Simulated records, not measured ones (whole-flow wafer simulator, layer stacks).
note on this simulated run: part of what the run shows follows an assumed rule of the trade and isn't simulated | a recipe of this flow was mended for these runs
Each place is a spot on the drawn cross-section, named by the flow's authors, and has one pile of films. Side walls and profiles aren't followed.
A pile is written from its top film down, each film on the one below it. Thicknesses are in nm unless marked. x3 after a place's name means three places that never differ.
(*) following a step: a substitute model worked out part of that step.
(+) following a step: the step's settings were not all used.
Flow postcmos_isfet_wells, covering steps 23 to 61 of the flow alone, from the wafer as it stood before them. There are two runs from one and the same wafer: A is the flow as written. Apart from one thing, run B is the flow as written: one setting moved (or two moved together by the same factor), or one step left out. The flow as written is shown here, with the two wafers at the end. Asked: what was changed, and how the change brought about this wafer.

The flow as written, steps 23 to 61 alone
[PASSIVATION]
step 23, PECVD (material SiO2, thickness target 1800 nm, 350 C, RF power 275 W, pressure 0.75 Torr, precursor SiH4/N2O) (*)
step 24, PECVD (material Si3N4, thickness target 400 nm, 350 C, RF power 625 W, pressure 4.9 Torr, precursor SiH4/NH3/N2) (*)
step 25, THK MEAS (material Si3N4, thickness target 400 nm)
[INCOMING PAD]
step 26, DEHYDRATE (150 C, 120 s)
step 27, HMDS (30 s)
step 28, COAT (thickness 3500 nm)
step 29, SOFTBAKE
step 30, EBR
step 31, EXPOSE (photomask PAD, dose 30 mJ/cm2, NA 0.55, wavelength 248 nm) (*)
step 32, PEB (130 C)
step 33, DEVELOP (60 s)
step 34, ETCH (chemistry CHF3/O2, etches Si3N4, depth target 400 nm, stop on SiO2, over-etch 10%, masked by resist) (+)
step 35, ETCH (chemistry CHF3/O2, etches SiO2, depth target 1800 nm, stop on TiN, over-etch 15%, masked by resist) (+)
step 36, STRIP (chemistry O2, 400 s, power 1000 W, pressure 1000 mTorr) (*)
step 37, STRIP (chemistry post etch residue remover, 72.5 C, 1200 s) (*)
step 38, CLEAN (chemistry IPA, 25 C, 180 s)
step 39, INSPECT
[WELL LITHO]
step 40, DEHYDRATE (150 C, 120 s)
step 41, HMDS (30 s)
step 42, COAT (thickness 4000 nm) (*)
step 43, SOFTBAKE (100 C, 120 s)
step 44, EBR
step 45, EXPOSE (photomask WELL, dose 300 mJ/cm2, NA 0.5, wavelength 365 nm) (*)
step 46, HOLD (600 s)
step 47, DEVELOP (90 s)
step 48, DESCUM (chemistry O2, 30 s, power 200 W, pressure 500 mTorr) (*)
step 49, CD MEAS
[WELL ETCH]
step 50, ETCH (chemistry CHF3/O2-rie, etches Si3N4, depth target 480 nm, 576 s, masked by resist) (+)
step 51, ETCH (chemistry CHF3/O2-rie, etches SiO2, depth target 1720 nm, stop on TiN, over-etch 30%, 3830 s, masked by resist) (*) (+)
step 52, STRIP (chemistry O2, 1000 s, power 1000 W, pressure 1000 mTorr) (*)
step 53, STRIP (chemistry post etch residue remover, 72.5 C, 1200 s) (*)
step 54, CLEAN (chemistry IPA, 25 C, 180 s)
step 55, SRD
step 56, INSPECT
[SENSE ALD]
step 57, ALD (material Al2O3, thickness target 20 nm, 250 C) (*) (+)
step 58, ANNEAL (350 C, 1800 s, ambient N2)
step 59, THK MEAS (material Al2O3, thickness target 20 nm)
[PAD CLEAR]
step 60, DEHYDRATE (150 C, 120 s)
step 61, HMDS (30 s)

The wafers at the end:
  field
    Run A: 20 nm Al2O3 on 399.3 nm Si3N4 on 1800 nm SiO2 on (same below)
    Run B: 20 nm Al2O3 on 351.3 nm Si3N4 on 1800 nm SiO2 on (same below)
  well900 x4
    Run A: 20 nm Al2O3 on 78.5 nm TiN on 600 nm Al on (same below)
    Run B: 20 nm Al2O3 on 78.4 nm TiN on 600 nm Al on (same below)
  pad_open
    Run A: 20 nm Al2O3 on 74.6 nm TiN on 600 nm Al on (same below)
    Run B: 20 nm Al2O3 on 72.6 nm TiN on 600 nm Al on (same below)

The reason: step 24, PECVD: thickness target 352 nm was run, whereas the flow has thickness target 400 nm; step 50, ETCH: 507 s was run, where the flow has 576 s.

How this came from the change, step by step:
  step 24, PECVD (material Si3N4, thickness target 400 nm, 350 C, RF power 625 W, pressure 4.9 Torr, precursor SiH4/NH3/N2) (*)
      field, margin x2, well900 x4, pad_clr, pad_open: A +400 Si3N4 (new film) | B +352 Si3N4 (new film)
  step 34, ETCH (chemistry CHF3/O2, etches Si3N4, depth target 400 nm, stop on SiO2, over-etch 10%, masked by resist) (+)
      field, margin x2, well900 x4, pad_clr: A -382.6 thick-KrF-resist | B -336.7 thick-KrF-resist
      pad_open: A -400 Si3N4 (all of it), -20 SiO2 | B -352 Si3N4 (all of it), -44 SiO2
  step 35, ETCH (chemistry CHF3/O2, etches SiO2, depth target 1800 nm, stop on TiN, over-etch 15%, masked by resist) (+)
      pad_open: A -1780 SiO2 (all of it), -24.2 TiN | B -1756 SiO2 (all of it), -26.2 TiN
  step 36, STRIP (chemistry O2, 400 s, power 1000 W, pressure 1000 mTorr) (*)
      field, margin x2, well900 x4, pad_clr: A -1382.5 thick-KrF-resist (all of it) | B -1451.5 thick-KrF-resist (all of it)
  step 43, SOFTBAKE (100 C, 120 s)
      pad_clr: A -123 thick-g/i-line-resist | B -119.4 thick-g/i-line-resist
  step 50, ETCH (chemistry CHF3/O2-rie, etches Si3N4, depth target 480 nm, 576 s, masked by resist) (+)
      field, margin x2, pad_clr, pad_open: A -148.8 thick-g/i-line-resist | B -131 thick-g/i-line-resist
      well900 x4: A -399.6 Si3N4 (all of it), -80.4 SiO2 | B -351.6 Si3N4 (all of it), -70.9 SiO2
